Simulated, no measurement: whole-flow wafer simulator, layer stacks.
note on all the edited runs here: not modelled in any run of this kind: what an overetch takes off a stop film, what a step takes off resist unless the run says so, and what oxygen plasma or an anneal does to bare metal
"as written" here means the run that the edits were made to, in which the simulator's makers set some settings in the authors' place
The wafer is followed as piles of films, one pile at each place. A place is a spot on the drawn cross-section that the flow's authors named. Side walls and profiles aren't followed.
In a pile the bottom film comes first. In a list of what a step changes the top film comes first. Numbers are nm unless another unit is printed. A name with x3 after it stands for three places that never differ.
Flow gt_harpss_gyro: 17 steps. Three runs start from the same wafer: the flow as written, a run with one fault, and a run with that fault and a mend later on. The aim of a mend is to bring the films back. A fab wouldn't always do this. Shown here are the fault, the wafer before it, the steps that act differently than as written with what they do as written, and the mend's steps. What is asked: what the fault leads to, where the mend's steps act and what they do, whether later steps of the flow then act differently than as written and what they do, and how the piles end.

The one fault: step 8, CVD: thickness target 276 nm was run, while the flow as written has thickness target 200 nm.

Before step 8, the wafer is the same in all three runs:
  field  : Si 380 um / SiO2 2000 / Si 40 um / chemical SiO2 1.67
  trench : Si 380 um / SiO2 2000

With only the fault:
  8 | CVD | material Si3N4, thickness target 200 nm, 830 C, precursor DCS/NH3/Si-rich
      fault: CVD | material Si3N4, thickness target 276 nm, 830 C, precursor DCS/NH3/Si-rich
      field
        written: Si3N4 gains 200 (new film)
        fault: Si3N4 gains 276 (new film)
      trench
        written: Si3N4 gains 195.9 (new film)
        fault: Si3N4 gains 270 (new film)
  Later steps of the flow that are run all act as written at every place that is followed.
  By the end, the piles at field, trench depart from the flow's by more than 2% or 0.5 nm, whichever is larger.
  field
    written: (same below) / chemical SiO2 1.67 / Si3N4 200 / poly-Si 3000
    fault: (same below) / chemical SiO2 1.67 / Si3N4 276 / poly-Si 3000
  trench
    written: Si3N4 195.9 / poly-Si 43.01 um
    fault: Si3N4 270 / poly-Si 43.01 um

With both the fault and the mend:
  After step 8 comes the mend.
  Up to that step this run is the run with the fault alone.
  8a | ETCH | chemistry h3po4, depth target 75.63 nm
      field, trench
        Si3N4 loses 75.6
  Later steps of the flow that are run all act as written at every place that is followed.
  The piles end only slightly different from the flow's at the places that both follow, by no more than 2% or 0.5 nm, whichever is larger.
